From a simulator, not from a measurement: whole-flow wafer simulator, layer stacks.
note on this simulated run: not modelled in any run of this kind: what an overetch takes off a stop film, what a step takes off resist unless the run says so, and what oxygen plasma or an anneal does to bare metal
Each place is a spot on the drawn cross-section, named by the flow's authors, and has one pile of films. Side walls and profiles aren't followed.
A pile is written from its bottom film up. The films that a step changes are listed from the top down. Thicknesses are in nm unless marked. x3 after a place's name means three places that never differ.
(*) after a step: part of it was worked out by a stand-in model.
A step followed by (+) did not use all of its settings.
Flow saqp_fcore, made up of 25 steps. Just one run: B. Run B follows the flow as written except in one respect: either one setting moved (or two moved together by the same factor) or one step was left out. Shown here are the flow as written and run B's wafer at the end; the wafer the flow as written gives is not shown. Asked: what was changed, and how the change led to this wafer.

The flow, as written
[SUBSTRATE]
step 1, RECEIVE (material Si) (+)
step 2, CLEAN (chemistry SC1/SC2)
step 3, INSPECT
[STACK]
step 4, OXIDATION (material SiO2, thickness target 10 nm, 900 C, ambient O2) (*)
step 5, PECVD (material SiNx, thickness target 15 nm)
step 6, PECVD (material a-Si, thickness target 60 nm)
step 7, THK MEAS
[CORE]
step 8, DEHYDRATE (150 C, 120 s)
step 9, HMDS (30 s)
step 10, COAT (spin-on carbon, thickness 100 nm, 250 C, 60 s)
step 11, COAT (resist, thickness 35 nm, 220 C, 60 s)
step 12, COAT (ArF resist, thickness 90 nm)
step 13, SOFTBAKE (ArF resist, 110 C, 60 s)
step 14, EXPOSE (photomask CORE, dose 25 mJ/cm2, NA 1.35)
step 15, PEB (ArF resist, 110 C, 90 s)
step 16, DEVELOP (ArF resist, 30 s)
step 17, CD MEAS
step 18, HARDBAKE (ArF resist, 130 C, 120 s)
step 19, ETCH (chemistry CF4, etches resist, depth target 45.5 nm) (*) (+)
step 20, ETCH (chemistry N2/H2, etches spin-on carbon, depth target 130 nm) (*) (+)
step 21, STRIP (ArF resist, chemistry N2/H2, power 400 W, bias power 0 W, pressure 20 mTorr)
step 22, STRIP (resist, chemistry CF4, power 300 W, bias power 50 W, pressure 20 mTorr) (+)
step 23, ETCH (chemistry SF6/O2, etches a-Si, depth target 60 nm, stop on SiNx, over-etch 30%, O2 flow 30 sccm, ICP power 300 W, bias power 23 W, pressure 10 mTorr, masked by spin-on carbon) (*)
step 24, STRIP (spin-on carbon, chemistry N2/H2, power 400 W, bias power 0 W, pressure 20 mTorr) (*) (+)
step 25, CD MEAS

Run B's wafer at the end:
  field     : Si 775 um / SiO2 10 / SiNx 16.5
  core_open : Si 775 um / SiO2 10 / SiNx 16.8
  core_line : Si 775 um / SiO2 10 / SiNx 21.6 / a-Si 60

What caused this: step 5, PECVD: thickness target 21.6 nm was run, while the flow as written has thickness target 15 nm.
One can read it off the wafer: core_line has SiNx 21.6, and step 5 as written asks for 15 nm.

How this came from the change, step by step:
  step 5, PECVD (material SiNx, thickness target 15 nm)
      field, core_open, core_line: SiNx gains 21.6 (new film) (in the flow as written it would be: SiNx gains 15 (new film))
